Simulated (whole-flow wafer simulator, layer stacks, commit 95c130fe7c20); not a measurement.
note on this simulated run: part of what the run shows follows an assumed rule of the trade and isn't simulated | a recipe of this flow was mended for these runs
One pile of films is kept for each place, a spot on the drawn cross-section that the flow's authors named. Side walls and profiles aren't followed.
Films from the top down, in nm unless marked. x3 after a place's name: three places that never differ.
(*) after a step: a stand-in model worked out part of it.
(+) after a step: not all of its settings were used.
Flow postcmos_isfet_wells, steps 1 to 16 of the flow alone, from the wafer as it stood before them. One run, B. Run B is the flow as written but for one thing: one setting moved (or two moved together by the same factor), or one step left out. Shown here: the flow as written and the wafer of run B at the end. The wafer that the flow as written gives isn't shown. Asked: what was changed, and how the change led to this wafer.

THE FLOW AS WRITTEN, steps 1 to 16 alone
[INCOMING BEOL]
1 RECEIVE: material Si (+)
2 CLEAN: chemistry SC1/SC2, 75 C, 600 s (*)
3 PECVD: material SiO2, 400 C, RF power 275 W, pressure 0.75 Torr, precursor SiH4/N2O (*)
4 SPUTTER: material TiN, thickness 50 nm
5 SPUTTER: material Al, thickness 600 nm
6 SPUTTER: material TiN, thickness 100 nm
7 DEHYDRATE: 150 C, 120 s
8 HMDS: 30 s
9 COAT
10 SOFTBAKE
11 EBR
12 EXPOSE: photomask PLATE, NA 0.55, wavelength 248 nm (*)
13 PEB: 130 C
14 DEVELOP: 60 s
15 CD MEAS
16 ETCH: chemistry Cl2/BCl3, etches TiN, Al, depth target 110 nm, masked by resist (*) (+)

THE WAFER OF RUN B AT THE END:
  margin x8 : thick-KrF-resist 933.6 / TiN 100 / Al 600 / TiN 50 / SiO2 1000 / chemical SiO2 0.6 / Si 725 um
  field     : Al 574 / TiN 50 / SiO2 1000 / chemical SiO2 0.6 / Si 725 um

The cause: step 16, ETCH: depth target 126 nm was run, where the flow has depth target 110 nm.

How the change led to this, step by step:
  16 ETCH: chemistry Cl2/BCl3, etches TiN, Al, depth target 110 nm, masked by resist (*) (+)
      margin x8: thick-KrF-resist -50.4 (as written it would be: thick-KrF-resist -44)
      field: TiN -100 (all of it), Al -26 (as written it would be: TiN -100 (all of it), Al -10)
